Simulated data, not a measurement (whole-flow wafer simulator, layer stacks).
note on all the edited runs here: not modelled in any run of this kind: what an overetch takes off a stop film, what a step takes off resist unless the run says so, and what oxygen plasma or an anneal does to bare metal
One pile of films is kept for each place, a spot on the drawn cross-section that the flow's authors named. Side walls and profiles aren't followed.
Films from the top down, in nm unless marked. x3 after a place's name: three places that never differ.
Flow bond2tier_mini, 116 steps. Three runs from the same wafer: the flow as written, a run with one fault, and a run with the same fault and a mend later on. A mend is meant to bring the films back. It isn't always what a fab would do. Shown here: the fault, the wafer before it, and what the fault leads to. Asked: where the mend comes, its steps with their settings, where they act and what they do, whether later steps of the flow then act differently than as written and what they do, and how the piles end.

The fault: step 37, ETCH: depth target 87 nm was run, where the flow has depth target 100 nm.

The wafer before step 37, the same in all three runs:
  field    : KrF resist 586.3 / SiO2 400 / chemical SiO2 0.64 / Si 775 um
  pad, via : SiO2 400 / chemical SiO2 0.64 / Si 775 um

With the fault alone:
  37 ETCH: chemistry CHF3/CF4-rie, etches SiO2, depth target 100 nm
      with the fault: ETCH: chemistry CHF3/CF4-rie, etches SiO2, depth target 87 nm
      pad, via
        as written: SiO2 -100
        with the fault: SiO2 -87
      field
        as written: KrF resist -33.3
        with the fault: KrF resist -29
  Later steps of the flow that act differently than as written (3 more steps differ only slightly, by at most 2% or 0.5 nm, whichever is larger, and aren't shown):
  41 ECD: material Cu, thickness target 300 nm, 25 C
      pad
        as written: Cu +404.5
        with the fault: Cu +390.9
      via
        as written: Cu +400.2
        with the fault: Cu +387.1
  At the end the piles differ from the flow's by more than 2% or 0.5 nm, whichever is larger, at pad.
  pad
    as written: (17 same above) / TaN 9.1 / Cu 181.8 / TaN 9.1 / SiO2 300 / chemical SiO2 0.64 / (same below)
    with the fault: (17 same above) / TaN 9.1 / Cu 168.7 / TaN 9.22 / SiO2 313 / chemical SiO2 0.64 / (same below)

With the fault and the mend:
  The mend comes after step 37.
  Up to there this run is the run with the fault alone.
  37a ETCH: chemistry CHF3/CF4-rie, etches SiO2, depth target 13 nm (the flow's step 37 once more, with other settings)
      pad, via
        SiO2 -13
      field
        KrF resist -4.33
  No later step of the flow acts differently than as written at any place that is followed.
  At the end the piles are the same as the flow's at every place that both follow.
